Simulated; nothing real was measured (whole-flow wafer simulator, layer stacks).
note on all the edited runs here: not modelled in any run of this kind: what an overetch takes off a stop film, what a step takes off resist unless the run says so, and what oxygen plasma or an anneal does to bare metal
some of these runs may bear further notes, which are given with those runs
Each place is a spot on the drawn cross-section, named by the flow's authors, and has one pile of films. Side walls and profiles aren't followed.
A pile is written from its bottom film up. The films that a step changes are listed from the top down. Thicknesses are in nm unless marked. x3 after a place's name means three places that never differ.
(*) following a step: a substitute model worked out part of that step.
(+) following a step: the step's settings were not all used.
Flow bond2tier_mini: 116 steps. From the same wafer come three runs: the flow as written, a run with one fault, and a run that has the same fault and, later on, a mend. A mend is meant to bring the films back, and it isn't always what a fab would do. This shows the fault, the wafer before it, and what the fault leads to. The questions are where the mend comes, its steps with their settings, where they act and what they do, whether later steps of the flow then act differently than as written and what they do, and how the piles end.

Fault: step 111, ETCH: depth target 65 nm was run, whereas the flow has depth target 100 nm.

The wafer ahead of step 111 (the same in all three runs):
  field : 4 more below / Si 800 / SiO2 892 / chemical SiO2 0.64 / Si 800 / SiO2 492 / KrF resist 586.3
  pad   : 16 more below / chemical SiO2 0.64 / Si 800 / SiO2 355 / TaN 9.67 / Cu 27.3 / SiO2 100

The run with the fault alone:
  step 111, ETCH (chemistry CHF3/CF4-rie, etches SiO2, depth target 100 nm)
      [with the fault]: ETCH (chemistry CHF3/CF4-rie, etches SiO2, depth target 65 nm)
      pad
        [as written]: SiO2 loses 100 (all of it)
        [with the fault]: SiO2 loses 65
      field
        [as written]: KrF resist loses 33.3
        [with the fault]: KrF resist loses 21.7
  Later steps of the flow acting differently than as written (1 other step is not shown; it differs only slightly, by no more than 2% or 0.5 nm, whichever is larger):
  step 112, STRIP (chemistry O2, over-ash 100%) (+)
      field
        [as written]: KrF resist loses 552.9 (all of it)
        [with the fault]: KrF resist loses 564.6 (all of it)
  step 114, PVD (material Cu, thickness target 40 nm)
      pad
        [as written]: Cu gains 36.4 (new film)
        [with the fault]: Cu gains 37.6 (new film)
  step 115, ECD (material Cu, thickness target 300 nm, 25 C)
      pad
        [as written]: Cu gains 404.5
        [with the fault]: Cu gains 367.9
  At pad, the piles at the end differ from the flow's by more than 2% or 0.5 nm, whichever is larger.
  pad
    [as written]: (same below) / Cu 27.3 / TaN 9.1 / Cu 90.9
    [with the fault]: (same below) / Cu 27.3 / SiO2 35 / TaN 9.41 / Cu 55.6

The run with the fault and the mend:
  The mend stands after step 112.
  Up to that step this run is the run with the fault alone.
  step 112a, COAT (KrF resist, thickness 600 nm) (*) (a further turn of the flow's step 106)
      field
        KrF resist gains 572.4 (new film)
      pad
        KrF resist gains 628.7 (new film)
  step 112b, SOFTBAKE (KrF resist) (a further turn of the flow's step 107)
      leaves every film unchanged at each place that is followed
  step 112c, EXPOSE (photomask T3PAD, NA 0.6) (a further turn of the flow's step 108)
      leaves every film unchanged at each place that is followed
  step 112d, PEB (KrF resist) (a further turn of the flow's step 109)
      leaves every film unchanged at each place that is followed
  step 112e, DEVELOP (developer TMAH-0.26N, 60 s) (a further turn of the flow's step 110)
      field
        KrF resist loses 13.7
      pad
        KrF resist loses 628.7 (all of it)
  step 112f, ETCH (chemistry CHF3/CF4-rie, etches SiO2, depth target 35 nm) (a further turn of the flow's step 111, with different settings)
      field
        KrF resist loses 11.7
      pad
        SiO2 loses 35 (all of it)
  step 112g, STRIP (chemistry O2, over-ash 100%) (+) (a further turn of the flow's step 112)
      field
        KrF resist loses 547 (all of it)
  None of the later steps of the flow acts differently than as written at any place that is followed.
  At every place that both follow, the piles at the end match the flow's.
